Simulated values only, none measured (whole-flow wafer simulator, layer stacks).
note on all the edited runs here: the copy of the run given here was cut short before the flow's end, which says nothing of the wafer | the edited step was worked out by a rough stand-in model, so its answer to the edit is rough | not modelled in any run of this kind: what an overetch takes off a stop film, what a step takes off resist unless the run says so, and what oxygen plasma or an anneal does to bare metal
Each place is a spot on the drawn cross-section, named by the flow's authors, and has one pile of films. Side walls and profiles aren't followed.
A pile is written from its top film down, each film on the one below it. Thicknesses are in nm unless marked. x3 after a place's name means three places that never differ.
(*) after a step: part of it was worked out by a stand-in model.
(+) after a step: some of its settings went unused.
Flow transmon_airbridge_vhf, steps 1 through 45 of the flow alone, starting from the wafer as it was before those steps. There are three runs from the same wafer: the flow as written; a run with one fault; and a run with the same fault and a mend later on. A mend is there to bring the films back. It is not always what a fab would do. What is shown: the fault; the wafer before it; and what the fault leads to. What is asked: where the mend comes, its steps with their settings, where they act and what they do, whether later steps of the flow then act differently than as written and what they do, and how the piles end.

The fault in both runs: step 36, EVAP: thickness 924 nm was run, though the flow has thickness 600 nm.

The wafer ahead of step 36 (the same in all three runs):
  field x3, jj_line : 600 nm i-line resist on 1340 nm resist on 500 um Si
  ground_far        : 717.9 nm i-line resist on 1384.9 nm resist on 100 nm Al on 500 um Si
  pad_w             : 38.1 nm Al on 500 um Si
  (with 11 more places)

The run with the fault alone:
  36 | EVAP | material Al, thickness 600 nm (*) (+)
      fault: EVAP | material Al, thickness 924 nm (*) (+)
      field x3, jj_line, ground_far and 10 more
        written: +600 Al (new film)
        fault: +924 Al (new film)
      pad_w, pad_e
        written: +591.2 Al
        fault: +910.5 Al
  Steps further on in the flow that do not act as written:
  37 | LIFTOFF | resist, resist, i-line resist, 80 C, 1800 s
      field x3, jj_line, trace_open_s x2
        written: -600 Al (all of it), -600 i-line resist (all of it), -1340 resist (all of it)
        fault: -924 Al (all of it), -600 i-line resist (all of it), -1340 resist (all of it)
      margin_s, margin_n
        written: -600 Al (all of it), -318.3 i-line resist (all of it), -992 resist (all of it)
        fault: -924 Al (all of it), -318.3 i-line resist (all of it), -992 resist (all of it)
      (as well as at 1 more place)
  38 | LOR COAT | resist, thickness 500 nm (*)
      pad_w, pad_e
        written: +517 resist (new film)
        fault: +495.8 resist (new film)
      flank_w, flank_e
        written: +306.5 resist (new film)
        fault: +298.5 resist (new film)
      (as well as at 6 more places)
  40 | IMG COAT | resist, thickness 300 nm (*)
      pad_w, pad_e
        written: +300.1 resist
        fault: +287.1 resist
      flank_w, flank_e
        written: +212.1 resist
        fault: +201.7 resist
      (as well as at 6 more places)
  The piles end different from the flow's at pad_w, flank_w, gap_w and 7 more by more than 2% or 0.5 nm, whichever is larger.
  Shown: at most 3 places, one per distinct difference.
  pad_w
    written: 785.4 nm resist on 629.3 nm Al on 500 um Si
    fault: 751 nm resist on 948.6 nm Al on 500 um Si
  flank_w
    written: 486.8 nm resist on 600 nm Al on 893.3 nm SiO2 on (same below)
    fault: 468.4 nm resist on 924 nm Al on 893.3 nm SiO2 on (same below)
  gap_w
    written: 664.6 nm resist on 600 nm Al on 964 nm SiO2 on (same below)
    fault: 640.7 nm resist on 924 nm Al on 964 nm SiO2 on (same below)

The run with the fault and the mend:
  After step 36 comes the mend.
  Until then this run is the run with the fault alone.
  36a | METAL ETCH | etches Al, depth 324 nm (the flow's step 11, run once more with other settings)
      field x3, jj_line, ground_far and 12 more
        -324 Al
  Every later step of the flow that is run acts as written, at every place that is followed, to within 2% or 0.5 nm, whichever is larger.
  At the end the piles are close to the flow's at the places that both follow, differing by at most 2% or 0.5 nm, whichever is larger.
